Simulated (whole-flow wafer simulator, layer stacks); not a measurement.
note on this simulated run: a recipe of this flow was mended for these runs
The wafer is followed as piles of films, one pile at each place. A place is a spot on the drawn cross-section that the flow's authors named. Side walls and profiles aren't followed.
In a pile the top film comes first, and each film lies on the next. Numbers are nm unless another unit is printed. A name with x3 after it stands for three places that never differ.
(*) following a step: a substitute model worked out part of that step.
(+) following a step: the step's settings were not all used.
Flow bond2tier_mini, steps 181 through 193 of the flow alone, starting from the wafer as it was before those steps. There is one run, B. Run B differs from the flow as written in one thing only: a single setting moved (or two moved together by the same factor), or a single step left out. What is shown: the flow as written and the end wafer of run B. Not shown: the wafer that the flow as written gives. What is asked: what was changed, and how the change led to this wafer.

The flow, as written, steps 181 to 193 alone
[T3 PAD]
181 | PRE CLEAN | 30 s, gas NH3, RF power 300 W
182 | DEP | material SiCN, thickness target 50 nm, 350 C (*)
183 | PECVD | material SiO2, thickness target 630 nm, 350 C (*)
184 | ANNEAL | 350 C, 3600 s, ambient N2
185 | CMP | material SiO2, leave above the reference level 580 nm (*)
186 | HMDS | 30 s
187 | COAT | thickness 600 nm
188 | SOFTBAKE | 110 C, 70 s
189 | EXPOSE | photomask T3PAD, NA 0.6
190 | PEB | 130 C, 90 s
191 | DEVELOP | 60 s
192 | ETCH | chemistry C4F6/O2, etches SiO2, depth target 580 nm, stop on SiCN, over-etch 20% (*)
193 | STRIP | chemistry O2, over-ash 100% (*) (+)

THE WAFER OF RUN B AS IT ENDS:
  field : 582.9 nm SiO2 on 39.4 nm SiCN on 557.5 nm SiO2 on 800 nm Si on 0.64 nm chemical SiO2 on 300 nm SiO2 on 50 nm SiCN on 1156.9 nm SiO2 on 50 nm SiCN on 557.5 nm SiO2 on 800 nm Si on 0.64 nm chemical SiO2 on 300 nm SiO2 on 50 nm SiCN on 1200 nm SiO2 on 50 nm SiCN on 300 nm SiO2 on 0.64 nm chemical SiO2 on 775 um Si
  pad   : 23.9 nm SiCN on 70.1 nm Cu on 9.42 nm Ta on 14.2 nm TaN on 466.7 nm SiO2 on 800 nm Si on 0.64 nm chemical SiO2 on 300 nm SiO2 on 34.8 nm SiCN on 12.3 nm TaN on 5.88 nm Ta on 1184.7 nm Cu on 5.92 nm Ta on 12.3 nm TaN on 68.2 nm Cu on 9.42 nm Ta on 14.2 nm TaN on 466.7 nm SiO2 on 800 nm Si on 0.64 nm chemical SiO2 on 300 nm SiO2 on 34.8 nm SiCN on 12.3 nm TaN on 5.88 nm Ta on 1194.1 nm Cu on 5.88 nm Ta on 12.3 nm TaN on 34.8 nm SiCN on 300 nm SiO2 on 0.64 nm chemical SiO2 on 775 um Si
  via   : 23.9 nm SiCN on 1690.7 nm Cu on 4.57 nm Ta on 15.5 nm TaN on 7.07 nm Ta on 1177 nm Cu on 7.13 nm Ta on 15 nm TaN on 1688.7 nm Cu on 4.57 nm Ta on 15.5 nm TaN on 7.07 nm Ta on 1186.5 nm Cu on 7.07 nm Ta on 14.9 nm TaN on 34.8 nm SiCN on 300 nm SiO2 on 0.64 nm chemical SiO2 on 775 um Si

The reason: step 182, DEP: thickness target 39.4 nm was run, whereas the flow has thickness target 50 nm; step 192, ETCH: over-etch 15.8% was run, where the flow has over-etch 20%.
The wafer itself shows it: field has SiCN 39.4, and step 182 as written asks for 50 nm.

The path from the change to this, step by step:
  182 | DEP | material SiCN, thickness target 50 nm, 350 C (*)
      field, pad, via: +39.4 SiCN (new film) (in the flow as written it would be: +50 SiCN (new film))
  192 | ETCH | chemistry C4F6/O2, etches SiO2, depth target 580 nm, stop on SiCN, over-etch 20% (*)
      pad, via: -580 SiO2 (all of it), -15.5 SiCN (in the flow as written it would be: -580 SiO2 (all of it), -19.6 SiCN)
      field: -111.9 thick-KrF-resist (in the flow as written it would be: -116 thick-KrF-resist)
